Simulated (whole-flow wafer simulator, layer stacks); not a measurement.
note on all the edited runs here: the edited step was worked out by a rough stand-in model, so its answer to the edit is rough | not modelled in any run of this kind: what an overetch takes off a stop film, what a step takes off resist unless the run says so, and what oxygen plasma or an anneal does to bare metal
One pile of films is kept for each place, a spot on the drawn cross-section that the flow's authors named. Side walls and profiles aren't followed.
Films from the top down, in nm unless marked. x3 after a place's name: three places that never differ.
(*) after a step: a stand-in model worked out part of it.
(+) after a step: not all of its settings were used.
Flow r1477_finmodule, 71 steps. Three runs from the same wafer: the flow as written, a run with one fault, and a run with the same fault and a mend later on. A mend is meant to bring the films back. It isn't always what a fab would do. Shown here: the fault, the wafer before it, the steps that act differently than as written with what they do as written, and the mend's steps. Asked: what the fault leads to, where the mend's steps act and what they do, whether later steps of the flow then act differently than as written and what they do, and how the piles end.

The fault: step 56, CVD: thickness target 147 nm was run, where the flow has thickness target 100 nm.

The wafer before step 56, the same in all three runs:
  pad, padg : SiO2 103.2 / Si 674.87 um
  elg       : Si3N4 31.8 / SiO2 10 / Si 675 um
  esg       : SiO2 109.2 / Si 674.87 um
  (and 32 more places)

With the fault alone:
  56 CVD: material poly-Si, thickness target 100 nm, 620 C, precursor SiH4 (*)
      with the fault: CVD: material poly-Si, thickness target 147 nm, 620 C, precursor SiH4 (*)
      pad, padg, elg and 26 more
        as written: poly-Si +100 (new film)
        with the fault: poly-Si +147 (new film)
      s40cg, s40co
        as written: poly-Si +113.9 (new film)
        with the fault: poly-Si +161.6 (new film)
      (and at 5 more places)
  Later steps of the flow that act differently than as written (2 more steps differ only slightly, by at most 2% or 0.5 nm, whichever is larger, and aren't shown):
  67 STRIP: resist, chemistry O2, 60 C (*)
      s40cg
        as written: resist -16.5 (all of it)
        with the fault: resist -15.9 (all of it)
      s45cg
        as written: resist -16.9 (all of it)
        with the fault: resist -16.2 (all of it)
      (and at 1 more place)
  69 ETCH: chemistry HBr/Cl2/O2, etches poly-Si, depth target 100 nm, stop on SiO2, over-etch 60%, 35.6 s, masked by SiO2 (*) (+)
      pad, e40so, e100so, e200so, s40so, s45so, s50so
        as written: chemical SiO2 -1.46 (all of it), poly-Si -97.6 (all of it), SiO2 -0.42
        with the fault: chemical SiO2 -1.46 (all of it), poly-Si -144.6 (all of it)
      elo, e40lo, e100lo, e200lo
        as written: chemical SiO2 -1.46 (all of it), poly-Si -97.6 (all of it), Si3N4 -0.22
        with the fault: chemical SiO2 -1.46 (all of it), poly-Si -144.6 (all of it)
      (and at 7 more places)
  At the end the piles differ from the flow's by more than 2% or 0.5 nm, whichever is larger, at padg, elg, esg and 15 more.
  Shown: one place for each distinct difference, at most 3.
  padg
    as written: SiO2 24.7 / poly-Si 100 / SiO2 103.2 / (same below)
    with the fault: SiO2 24.7 / poly-Si 147 / SiO2 103.2 / (same below)
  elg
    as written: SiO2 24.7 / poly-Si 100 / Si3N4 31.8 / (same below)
    with the fault: SiO2 24.7 / poly-Si 147 / Si3N4 31.8 / (same below)
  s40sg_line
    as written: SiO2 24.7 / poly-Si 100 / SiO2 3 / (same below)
    with the fault: SiO2 24.7 / poly-Si 147 / SiO2 3 / (same below)

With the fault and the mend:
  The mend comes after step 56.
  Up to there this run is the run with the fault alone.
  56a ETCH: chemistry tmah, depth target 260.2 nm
      pad, padg, elg and 26 more
        poly-Si -147 (all of it)
      s40cg, s40co
        poly-Si -161.6 (all of it)
      s45cg, s45co
        poly-Si -161.2 (all of it)
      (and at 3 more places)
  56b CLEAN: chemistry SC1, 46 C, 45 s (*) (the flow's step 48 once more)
      s40sg_line, s45sg_line, s50sg_line, s40so_line, s45so_line, s50so_line
        SiO2 -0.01
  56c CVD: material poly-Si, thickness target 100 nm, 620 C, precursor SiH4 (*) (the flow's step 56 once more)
      pad, padg, elg and 26 more
        poly-Si +100 (new film)
      s40cg, s40co
        poly-Si +113.9 (new film)
      s45cg, s45co
        poly-Si +113.4 (new film)
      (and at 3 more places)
  No later step of the flow acts differently than as written, at any place that is followed, by more than 2% or 0.5 nm, whichever is larger.
  At the end the piles differ from the flow's only slightly at the places that both follow, by at most 2% or 0.5 nm, whichever is larger.
